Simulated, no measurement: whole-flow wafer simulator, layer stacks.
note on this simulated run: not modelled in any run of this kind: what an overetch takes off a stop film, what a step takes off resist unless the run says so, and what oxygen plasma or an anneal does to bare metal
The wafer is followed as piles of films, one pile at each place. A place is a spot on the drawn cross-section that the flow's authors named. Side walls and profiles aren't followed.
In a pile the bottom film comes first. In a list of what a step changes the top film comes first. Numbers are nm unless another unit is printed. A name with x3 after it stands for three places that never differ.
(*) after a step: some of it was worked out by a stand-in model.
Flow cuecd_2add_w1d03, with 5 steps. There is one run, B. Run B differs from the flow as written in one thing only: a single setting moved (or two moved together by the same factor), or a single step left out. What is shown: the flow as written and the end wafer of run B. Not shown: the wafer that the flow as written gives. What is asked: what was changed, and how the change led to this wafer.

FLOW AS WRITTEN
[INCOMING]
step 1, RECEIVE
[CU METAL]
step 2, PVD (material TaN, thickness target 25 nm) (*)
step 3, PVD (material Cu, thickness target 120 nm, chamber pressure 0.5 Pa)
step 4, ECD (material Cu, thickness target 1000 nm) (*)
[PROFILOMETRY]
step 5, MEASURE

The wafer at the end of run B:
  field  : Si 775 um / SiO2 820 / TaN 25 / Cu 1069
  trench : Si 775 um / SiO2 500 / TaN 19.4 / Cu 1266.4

What caused this: step 3, PVD: thickness target 69 nm was run, though the flow has thickness target 120 nm.

How this came from the change, step by step:
  step 3, PVD (material Cu, thickness target 120 nm, chamber pressure 0.5 Pa)
      field: Cu gains 69 (new film) (in the flow as written it would be: Cu gains 120 (new film))
      trench: Cu gains 53.8 (new film) (in the flow as written it would be: Cu gains 93.4 (new film))
